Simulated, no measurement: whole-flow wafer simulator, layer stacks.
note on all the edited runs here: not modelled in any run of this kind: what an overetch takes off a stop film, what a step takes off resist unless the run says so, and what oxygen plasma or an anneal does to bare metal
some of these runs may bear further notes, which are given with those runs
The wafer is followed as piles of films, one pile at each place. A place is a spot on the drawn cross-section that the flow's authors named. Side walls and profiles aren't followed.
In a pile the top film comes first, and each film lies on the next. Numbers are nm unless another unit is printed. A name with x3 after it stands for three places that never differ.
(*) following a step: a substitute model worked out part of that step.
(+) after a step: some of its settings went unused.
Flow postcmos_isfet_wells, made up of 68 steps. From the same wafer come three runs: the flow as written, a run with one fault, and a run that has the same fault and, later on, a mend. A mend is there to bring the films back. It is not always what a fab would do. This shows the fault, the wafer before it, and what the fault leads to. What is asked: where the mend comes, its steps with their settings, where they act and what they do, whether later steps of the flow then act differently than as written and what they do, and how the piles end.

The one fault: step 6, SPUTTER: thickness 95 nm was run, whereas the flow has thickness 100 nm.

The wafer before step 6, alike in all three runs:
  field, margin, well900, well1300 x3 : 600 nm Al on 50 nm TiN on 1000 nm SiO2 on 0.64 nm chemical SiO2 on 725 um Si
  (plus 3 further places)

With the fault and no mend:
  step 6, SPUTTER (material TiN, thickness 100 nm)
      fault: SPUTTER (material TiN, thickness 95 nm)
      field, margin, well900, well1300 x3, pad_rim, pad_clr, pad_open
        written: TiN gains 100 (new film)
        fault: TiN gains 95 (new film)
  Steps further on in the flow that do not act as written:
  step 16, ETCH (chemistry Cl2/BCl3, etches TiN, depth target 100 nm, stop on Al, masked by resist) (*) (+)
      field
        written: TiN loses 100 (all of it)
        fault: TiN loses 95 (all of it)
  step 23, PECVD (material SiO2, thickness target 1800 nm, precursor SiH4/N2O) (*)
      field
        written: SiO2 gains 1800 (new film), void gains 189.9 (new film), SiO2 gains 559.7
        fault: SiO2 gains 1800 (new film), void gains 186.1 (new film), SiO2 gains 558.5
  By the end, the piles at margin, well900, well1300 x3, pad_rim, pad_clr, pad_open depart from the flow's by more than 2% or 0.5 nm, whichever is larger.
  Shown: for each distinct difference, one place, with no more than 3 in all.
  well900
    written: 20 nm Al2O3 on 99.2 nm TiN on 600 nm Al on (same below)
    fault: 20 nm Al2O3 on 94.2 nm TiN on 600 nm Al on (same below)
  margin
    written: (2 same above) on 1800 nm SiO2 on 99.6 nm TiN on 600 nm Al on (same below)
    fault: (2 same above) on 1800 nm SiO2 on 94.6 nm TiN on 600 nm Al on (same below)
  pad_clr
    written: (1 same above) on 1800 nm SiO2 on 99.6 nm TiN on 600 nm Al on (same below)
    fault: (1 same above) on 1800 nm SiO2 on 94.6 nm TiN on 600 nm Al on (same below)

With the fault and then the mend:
  After step 6 comes the mend.
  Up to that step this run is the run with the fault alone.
  step 6a, SPUTTER (material TiN, thickness 5 nm) (a further turn of the flow's step 6, with different settings)
      field, margin, well900, well1300 x3, pad_rim, pad_clr, pad_open
        TiN gains 5
  Every later step of the flow that is run acts as written at every place that is followed.
  At every place that both follow, the piles at the end match the flow's.
